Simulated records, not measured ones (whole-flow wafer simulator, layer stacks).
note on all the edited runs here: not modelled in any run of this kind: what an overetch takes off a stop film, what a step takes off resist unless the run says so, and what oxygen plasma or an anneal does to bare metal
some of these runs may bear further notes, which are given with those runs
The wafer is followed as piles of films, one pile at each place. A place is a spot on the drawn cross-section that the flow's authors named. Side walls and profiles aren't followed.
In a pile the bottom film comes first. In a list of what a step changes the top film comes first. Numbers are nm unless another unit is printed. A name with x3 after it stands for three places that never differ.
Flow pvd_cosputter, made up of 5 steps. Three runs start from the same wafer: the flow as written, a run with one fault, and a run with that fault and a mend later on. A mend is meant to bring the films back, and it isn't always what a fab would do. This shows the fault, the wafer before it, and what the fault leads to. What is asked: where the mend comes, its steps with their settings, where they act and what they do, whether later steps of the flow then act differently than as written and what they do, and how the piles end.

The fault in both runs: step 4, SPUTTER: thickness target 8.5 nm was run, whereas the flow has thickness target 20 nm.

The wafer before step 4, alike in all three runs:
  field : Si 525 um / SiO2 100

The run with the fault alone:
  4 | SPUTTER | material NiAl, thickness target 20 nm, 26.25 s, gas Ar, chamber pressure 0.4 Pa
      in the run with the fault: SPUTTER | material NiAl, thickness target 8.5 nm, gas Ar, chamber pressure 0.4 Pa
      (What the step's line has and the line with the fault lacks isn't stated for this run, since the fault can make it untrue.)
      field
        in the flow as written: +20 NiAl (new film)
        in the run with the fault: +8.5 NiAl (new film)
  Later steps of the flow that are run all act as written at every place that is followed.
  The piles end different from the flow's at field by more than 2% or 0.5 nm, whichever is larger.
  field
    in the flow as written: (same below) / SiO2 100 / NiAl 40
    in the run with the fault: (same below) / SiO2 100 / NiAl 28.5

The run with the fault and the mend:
  The mend stands after step 4.
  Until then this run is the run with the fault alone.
  4a | SPUTTER | material NiAl, thickness target 11.5 nm, gas Ar, chamber pressure 0.4 Pa (the flow's step 4, run once more with other settings)
      field
        +11.5 NiAl
  Later steps of the flow that are run all act as written at every place that is followed.
  The piles end the same as the flow's at every place that both follow.
